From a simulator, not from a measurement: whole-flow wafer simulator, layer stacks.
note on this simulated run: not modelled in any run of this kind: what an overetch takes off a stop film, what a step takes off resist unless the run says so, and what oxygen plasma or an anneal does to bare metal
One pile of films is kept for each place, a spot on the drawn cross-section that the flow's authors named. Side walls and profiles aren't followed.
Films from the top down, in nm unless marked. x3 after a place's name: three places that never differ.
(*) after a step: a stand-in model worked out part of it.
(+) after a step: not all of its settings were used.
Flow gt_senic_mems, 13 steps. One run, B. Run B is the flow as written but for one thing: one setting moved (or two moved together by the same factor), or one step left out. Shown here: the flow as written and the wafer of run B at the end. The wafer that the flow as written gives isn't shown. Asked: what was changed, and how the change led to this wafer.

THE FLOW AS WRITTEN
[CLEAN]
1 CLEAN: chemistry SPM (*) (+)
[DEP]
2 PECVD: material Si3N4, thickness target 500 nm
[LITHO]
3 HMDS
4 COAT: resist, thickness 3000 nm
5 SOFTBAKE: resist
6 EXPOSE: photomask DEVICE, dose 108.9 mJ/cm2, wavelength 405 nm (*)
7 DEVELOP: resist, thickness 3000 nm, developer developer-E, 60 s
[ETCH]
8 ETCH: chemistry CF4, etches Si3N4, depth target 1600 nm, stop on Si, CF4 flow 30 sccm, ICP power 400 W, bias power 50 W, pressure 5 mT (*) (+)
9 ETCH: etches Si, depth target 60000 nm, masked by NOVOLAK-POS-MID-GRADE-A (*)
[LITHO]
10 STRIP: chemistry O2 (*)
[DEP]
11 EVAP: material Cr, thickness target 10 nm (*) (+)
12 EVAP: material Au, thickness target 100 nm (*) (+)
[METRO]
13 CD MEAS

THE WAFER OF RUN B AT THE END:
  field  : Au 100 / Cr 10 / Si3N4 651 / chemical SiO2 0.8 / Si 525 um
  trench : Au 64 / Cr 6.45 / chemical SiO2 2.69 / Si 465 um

The cause: step 2, PECVD: thickness target 651 nm was run, where the flow has thickness target 500 nm.
It can be read off the wafer: field has Si3N4 651, and step 2 as written asks for 500 nm.

How the change led to this, step by step:
  2 PECVD: material Si3N4, thickness target 500 nm
      field, trench: Si3N4 +651 (new film) (as written it would be: Si3N4 +500 (new film))
  8 ETCH: chemistry CF4, etches Si3N4, depth target 1600 nm, stop on Si, CF4 flow 30 sccm, ICP power 400 W, bias power 50 W, pressure 5 mT (*) (+)
      field: resist -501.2 (as written it would be: resist -400.5)
      trench: Si3N4 -651 (all of it), chemical SiO2 -0.8 (all of it) (as written it would be: Si3N4 -500 (all of it), chemical SiO2 -0.8 (all of it))
  10 STRIP: chemistry O2 (*)
      field: resist -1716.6 (all of it) (as written it would be: resist -1817.3 (all of it))
